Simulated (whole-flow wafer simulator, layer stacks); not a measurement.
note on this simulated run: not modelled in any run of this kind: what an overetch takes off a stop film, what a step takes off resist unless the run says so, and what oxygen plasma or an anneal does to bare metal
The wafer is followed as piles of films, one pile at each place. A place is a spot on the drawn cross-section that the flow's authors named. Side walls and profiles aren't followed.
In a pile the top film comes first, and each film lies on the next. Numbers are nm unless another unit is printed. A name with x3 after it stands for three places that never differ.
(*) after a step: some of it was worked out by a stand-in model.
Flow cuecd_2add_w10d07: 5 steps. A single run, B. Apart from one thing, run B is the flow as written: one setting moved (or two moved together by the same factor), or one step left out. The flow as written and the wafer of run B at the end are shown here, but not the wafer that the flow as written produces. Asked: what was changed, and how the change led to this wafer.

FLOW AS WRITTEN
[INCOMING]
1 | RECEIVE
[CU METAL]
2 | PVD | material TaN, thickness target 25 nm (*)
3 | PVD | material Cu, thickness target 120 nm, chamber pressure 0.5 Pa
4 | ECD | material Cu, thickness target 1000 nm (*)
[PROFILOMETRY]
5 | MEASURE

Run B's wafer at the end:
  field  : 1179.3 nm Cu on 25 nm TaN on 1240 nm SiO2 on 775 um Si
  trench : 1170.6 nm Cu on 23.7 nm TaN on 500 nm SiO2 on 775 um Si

Cause: step 3, PVD: thickness target 179.3 nm was run, whereas the flow has thickness target 120 nm.

The path from the change to this, step by step:
  3 | PVD | material Cu, thickness target 120 nm, chamber pressure 0.5 Pa
      field: +179.3 Cu (new film) (it would be, as written: +120 Cu (new film))
      trench: +170.6 Cu (new film) (it would be, as written: +114 Cu (new film))
